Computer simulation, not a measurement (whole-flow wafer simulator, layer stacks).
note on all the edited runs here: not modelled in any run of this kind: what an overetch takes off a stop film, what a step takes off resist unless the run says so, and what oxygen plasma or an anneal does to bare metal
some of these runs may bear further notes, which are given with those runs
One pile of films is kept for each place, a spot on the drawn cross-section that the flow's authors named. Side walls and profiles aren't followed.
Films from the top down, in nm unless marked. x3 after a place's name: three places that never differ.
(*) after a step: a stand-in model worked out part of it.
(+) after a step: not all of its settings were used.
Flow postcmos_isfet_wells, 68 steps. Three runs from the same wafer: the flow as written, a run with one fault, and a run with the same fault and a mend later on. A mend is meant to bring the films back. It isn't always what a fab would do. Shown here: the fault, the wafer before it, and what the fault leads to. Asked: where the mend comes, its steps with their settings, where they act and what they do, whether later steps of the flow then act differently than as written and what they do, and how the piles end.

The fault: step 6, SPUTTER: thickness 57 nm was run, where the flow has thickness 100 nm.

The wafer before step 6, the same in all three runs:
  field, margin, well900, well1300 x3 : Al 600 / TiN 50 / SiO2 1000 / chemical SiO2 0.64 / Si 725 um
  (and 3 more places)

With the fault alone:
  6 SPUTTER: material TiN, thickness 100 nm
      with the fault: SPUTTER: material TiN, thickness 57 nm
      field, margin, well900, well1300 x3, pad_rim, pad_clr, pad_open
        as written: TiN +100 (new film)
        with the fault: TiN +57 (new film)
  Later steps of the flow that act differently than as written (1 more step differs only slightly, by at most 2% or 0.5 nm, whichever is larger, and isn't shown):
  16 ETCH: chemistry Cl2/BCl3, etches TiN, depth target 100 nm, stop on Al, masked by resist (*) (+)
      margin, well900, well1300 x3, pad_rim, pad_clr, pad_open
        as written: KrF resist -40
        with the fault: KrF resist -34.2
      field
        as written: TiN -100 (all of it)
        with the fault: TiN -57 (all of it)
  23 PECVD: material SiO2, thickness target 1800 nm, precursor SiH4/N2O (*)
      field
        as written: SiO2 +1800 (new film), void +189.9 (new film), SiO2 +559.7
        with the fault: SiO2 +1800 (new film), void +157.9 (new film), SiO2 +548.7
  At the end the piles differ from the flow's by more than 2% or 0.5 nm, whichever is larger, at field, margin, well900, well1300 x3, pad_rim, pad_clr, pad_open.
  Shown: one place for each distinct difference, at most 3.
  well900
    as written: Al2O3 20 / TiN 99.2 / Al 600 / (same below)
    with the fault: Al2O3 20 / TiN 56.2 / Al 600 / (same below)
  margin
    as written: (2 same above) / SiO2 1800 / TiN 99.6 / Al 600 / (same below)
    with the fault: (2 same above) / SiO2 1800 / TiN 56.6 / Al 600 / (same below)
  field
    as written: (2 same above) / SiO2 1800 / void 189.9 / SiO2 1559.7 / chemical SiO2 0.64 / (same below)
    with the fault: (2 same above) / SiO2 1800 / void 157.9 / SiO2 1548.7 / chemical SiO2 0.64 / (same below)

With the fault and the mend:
  The mend comes after step 6.
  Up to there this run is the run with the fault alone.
  6a SPUTTER: material TiN, thickness 43 nm (the flow's step 6 once more, with other settings)
      field, margin, well900, well1300 x3, pad_rim, pad_clr, pad_open
        TiN +43
  No later step of the flow acts differently than as written at any place that is followed.
  At the end the piles are the same as the flow's at every place that both follow.
